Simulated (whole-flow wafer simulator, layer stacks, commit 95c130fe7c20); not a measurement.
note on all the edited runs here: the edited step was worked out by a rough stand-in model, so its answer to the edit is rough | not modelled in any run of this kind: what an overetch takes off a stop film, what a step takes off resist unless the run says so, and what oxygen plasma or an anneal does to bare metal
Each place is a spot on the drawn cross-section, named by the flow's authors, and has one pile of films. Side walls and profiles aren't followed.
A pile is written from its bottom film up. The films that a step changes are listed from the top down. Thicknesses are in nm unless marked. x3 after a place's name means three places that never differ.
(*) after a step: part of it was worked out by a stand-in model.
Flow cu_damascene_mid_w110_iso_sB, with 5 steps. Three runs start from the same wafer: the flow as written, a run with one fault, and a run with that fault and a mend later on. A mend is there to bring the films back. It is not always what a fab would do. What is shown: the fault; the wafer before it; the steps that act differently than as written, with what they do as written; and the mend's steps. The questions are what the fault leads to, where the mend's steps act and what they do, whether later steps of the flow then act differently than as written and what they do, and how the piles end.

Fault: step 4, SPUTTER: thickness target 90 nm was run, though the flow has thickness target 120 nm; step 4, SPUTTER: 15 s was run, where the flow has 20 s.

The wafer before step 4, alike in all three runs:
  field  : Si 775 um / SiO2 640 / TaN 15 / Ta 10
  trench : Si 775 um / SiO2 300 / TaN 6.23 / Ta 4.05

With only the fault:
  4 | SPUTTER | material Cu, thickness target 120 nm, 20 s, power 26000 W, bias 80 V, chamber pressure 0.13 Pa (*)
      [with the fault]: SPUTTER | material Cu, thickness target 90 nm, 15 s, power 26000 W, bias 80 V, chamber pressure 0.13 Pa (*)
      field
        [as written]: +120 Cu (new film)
        [with the fault]: +90 Cu (new film)
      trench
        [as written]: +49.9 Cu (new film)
        [with the fault]: +37.4 Cu (new film)
  Later steps of the flow acting differently than as written:
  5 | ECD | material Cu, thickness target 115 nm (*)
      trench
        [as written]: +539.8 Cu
        [with the fault]: +522.3 Cu
  The piles end different from the flow's at field, trench by more than 2% or 0.5 nm, whichever is larger.
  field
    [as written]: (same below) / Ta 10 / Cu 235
    [with the fault]: (same below) / Ta 10 / Cu 205
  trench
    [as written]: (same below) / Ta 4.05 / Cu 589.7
    [with the fault]: (same below) / Ta 4.05 / Cu 559.7

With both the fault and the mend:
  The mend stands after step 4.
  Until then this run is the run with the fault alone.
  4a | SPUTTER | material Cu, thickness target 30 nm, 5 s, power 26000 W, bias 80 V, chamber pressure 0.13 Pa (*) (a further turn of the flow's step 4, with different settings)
      field
        +30 Cu
      trench
        +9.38 Cu
  Later steps of the flow that are run all act as written at every place that is followed, up to a difference of at most 2% or 0.5 nm, whichever is larger.
  At every place that both follow, the piles at the end match the flow's.
